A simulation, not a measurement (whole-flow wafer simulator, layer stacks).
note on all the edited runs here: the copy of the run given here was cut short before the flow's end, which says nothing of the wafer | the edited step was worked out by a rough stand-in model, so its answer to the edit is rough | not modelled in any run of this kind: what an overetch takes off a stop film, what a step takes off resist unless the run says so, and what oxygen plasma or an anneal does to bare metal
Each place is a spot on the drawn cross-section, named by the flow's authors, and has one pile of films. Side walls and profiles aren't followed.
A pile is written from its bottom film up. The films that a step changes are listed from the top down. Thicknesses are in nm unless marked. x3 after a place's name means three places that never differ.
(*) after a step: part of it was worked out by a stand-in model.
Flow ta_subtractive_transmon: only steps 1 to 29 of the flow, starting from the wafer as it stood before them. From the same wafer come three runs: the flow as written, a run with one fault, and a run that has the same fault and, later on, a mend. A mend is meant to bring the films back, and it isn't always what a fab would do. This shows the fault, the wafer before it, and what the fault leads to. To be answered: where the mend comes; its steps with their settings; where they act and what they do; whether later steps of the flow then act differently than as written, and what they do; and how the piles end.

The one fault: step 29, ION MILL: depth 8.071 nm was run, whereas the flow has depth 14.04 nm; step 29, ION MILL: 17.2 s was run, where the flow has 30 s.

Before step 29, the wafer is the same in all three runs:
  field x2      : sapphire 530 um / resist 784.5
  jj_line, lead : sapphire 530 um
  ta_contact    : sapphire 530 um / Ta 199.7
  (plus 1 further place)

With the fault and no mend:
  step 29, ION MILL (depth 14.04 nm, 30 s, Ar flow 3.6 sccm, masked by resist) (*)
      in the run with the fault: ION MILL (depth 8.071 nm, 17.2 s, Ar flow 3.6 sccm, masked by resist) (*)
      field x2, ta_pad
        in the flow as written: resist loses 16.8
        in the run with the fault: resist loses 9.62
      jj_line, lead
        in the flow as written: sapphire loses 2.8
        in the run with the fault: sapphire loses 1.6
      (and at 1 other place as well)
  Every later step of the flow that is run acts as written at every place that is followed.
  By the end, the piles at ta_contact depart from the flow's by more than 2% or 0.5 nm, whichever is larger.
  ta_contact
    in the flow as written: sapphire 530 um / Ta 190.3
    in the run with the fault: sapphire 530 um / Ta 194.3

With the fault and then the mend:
  The mend follows step 29.
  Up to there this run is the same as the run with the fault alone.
  step 29a, ION MILL (depth 5.965 nm, 12.75 s, Ar flow 3.6 sccm, masked by resist) (*) (a further turn of the flow's step 29, with different settings)
      field x2, ta_pad
        resist loses 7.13
      jj_line, lead
        sapphire loses 1.19
      ta_contact
        Ta loses 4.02
  Every later step of the flow that is run acts as written at every place that is followed.
  At the end the piles are close to the flow's at the places that both follow, differing by at most 2% or 0.5 nm, whichever is larger.
